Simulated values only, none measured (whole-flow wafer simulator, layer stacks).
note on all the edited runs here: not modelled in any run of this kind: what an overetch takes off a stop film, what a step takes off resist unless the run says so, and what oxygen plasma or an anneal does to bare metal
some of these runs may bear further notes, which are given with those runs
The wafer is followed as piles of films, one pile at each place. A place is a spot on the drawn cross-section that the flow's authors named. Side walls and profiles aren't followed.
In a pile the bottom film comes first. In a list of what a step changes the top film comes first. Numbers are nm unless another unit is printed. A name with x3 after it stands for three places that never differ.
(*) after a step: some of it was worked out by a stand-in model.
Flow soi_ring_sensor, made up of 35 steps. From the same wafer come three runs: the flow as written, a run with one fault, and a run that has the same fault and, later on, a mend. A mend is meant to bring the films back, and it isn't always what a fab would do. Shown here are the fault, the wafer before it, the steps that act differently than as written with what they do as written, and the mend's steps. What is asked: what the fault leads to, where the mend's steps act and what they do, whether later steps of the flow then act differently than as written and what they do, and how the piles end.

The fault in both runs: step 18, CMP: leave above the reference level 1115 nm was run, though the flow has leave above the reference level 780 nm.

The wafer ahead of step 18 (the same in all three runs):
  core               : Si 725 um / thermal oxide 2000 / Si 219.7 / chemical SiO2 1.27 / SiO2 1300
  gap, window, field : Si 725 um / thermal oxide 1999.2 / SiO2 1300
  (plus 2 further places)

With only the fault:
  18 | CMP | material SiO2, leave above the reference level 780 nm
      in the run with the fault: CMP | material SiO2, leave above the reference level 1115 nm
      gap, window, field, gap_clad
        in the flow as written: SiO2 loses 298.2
        in the run with the fault: nothing
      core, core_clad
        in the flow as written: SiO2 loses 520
        in the run with the fault: SiO2 loses 185
  Steps later in the flow that act otherwise than as written (not shown: 2 more steps that differ only slightly, by at most 2% or 0.5 nm, whichever is larger):
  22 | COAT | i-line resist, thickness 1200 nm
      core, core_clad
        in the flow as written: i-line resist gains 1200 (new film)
        in the run with the fault: i-line resist gains 1167.9 (new film)
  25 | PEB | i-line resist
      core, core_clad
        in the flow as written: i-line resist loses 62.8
        in the run with the fault: i-line resist loses 61.1
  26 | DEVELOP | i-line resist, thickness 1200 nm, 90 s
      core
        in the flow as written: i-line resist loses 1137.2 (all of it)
        in the run with the fault: i-line resist loses 1106.4 (all of it)
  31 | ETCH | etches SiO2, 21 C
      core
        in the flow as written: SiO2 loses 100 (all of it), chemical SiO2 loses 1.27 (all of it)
        in the run with the fault: SiO2 loses 435 (all of it), chemical SiO2 loses 1.27 (all of it)
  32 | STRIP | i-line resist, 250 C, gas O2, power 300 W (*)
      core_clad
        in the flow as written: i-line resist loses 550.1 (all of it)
        in the run with the fault: i-line resist loses 519.4 (all of it)
  The piles end different from the flow's at field, core_clad by more than 2% or 0.5 nm, whichever is larger.
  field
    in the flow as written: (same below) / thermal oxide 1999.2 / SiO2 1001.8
    in the run with the fault: (same below) / thermal oxide 1999.2 / SiO2 1300
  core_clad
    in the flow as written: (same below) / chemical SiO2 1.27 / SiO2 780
    in the run with the fault: (same below) / chemical SiO2 1.27 / SiO2 1115

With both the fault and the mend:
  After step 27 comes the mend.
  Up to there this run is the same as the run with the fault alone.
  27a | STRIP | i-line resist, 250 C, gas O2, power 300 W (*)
      field
        i-line resist loses 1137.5 (all of it)
      core_clad
        i-line resist loses 1106.4 (all of it)
      gap_clad
        i-line resist loses 1141.5 (all of it)
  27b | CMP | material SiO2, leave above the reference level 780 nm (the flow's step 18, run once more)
      gap, window, field, gap_clad
        SiO2 loses 298.2
      core, core_clad
        SiO2 loses 335
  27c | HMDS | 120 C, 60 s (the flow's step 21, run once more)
      alters no film at any place that is followed
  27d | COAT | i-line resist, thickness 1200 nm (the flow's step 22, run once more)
      core, gap, window, field, core_clad, gap_clad
        i-line resist gains 1200 (new film)
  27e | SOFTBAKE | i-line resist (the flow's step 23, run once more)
      alters no film at any place that is followed
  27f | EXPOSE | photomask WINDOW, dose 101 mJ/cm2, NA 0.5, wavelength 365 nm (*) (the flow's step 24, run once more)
      alters no film at any place that is followed
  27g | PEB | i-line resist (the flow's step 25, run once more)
      core, gap, window, field, core_clad, gap_clad
        i-line resist loses 62.8
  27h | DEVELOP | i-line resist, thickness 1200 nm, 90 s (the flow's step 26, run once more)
      core, gap, window
        i-line resist loses 1137.2 (all of it)
      field, core_clad, gap_clad
        i-line resist loses 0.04
  Later steps of the flow that are run all act as written at every place that is followed.
  By the end, the piles equal the flow's at every place that both follow.
